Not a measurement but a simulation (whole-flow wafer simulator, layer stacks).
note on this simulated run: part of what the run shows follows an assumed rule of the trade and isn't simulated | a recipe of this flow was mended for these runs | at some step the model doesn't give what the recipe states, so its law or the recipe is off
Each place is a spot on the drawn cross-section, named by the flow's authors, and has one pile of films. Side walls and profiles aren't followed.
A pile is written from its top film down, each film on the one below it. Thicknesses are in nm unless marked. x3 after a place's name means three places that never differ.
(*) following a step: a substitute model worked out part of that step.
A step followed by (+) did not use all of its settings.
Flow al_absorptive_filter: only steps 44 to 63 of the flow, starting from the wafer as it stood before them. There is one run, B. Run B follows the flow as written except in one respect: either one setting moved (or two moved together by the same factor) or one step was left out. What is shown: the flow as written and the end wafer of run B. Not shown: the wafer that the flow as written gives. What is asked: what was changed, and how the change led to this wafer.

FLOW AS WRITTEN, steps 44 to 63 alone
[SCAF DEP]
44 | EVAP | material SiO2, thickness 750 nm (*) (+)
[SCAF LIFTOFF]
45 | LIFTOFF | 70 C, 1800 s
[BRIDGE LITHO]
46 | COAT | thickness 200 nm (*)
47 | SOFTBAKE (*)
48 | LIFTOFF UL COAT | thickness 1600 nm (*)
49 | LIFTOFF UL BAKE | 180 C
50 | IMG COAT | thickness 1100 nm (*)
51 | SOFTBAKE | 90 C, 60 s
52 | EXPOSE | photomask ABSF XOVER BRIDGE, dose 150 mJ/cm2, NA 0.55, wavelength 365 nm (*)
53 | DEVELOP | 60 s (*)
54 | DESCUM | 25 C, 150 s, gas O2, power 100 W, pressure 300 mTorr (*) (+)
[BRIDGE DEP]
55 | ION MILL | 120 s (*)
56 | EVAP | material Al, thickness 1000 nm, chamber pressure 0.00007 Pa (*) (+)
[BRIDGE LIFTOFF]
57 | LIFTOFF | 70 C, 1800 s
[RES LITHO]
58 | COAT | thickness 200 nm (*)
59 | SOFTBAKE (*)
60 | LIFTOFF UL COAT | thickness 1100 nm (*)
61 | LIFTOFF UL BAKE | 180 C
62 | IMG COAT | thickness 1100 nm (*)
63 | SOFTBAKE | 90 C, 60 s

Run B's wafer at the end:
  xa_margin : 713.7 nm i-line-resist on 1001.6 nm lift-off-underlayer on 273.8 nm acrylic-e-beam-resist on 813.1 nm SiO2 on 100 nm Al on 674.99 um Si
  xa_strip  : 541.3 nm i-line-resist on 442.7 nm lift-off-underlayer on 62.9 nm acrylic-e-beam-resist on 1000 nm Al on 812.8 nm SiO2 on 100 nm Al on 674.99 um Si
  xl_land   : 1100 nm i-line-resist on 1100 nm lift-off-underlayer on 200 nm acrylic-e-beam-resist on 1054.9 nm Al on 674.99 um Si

The reason: step 44, EVAP: thickness 840 nm was run, while the flow as written has thickness 750 nm; step 55, ION MILL: 134.4 s was run, where the flow has 120 s.

Step by step, how the change led to this:
  44 | EVAP | material SiO2, thickness 750 nm (*) (+)
      gnd, pad_far, pad_near and 10 more: +840 SiO2 (new film) (in the flow as written it would be: +750 SiO2 (new film))
      xa_margin: +813.1 SiO2 (new film) (in the flow as written it would be: +726 SiO2 (new film))
  45 | LIFTOFF | 70 C, 1800 s
      gnd, xa_field, xl_land, idc_field: -840 SiO2 (all of it), -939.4 i-line-resist (all of it), -1100 lift-off-underlayer (all of it), -200 acrylic-e-beam-resist (all of it) (in the flow as written it would be: -750 SiO2 (all of it), -939.4 i-line-resist (all of it), -1100 lift-off-underlayer (all of it), -200 acrylic-e-beam-resist (all of it))
      pad_far: -840 SiO2 (all of it), -937 i-line-resist (all of it), -1092.7 lift-off-underlayer (all of it), -198.5 acrylic-e-beam-resist (all of it) (in the flow as written it would be: -750 SiO2 (all of it), -937 i-line-resist (all of it), -1092.7 lift-off-underlayer (all of it), -198.5 acrylic-e-beam-resist (all of it))
      (and at 5 other places as well)
  46 | COAT | thickness 200 nm (*)
      xa_margin: +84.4 acrylic-e-beam-resist (new film) (in the flow as written it would be: +87.1 acrylic-e-beam-resist (new film))
      xa_strip: +149.3 acrylic-e-beam-resist (new film) (in the flow as written it would be: +156.7 acrylic-e-beam-resist (new film))
      (and at 2 other places as well)
  48 | LIFTOFF UL COAT | thickness 1600 nm (*)
      xa_margin: +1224 lift-off-underlayer (new film) (in the flow as written it would be: +1268 lift-off-underlayer (new film))
      xa_strip: +1183.2 lift-off-underlayer (new film) (in the flow as written it would be: +1219 lift-off-underlayer (new film))
      (and at 2 other places as well)
  50 | IMG COAT | thickness 1100 nm (*)
      xa_strip: +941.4 i-line-resist (new film) (in the flow as written it would be: +962 i-line-resist (new film))
      xl_turn: +949.3 i-line-resist (new film) (in the flow as written it would be: +969.7 i-line-resist (new film))
  53 | DEVELOP | 60 s (*)
      xa_strip: -939.2 i-line-resist (all of it), -1183.2 lift-off-underlayer (all of it) (in the flow as written it would be: -960.1 i-line-resist (all of it), -1219 lift-off-underlayer (all of it))
      xl_gap: -985.1 i-line-resist (all of it), -1272.4 lift-off-underlayer (all of it) (in the flow as written it would be: -1001.2 i-line-resist (all of it), -1316.9 lift-off-underlayer (all of it))
      (and at 1 other place as well)
  54 | DESCUM | 25 C, 150 s, gas O2, power 100 W, pressure 300 mTorr (*) (+)
      xa_strip: -149.3 acrylic-e-beam-resist (all of it) (in the flow as written it would be: -156.7 acrylic-e-beam-resist (all of it))
      xl_gap: -92.3 acrylic-e-beam-resist (all of it) (in the flow as written it would be: -97.9 acrylic-e-beam-resist (all of it))
      (and at 1 other place as well)
  55 | ION MILL | 120 s (*)
      gnd, pad_far, pad_near and 7 more: -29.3 i-line-resist (in the flow as written it would be: -26.2 i-line-resist)
      xa_strip, xl_gap, xl_turn: -27.2 SiO2 (in the flow as written it would be: -24.3 SiO2)
      (and at 1 other place as well)
  57 | LIFTOFF | 70 C, 1800 s
      xa_margin: -1000 Al (all of it), -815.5 i-line-resist (all of it), -1224 lift-off-underlayer (all of it), -84.4 acrylic-e-beam-resist (all of it) (in the flow as written it would be: -1000 Al (all of it), -836.1 i-line-resist (all of it), -1268 lift-off-underlayer (all of it), -87.1 acrylic-e-beam-resist (all of it))
  58 | COAT | thickness 200 nm (*)
      xa_margin: +273.8 acrylic-e-beam-resist (new film) (in the flow as written it would be: +288.1 acrylic-e-beam-resist (new film))
      xa_strip: +62.9 acrylic-e-beam-resist (new film) (in the flow as written it would be: +66.9 acrylic-e-beam-resist (new film))
      (and at 2 other places as well)
  60 | LIFTOFF UL COAT | thickness 1100 nm (*)
      xa_strip: +442.7 lift-off-underlayer (new film) (in the flow as written it would be: +459.8 lift-off-underlayer (new film))
      xl_gap: +792.9 lift-off-underlayer (new film) (in the flow as written it would be: +831.4 lift-off-underlayer (new film))
      (and at 1 other place as well)
  62 | IMG COAT | thickness 1100 nm (*)
      xa_margin: +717 i-line-resist (new film) (in the flow as written it would be: +741.1 i-line-resist (new film))
      xa_strip: +545.8 i-line-resist (new film) (in the flow as written it would be: +577.9 i-line-resist (new film))
      (and at 2 other places as well)
